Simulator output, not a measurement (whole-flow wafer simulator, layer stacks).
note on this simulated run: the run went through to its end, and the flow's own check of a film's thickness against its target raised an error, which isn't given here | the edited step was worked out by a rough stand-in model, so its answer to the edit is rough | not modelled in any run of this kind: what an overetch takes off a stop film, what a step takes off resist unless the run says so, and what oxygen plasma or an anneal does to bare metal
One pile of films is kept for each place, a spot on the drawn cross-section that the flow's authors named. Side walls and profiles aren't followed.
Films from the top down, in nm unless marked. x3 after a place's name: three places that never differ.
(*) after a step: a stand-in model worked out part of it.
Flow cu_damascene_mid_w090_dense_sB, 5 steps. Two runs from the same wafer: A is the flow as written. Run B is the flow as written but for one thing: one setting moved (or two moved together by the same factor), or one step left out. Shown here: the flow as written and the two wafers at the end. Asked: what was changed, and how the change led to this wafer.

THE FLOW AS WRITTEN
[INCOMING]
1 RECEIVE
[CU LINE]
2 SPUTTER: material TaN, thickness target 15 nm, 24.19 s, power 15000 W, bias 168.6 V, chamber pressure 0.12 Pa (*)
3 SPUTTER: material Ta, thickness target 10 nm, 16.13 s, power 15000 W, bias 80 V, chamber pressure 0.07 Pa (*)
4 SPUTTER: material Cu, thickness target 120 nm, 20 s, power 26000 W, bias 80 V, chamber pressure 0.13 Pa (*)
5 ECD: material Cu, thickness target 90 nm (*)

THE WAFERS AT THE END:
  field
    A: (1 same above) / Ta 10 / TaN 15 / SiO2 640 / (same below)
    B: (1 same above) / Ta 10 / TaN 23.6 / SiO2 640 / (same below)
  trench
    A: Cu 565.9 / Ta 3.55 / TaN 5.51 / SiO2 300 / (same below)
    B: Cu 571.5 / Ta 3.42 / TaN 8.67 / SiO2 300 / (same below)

The cause: step 2, SPUTTER: thickness target 23.6 nm was run, where the flow has thickness target 15 nm; step 2, SPUTTER: 38.1 s was run, where the flow has 24.19 s.
It can be read off the wafer: field has TaN 23.6, and step 2 as written asks for 15 nm.

How the change led to this, step by step:
  2 SPUTTER: material TaN, thickness target 15 nm, 24.19 s, power 15000 W, bias 168.6 V, chamber pressure 0.12 Pa (*)
      field: A TaN +15 (new film) | B TaN +23.6 (new film)
      trench: A TaN +5.51 (new film) | B TaN +8.67 (new film)
  4 SPUTTER: material Cu, thickness target 120 nm, 20 s, power 26000 W, bias 80 V, chamber pressure 0.13 Pa (*)
      trench: A Cu +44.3 (new film) | B Cu +42.9 (new film)
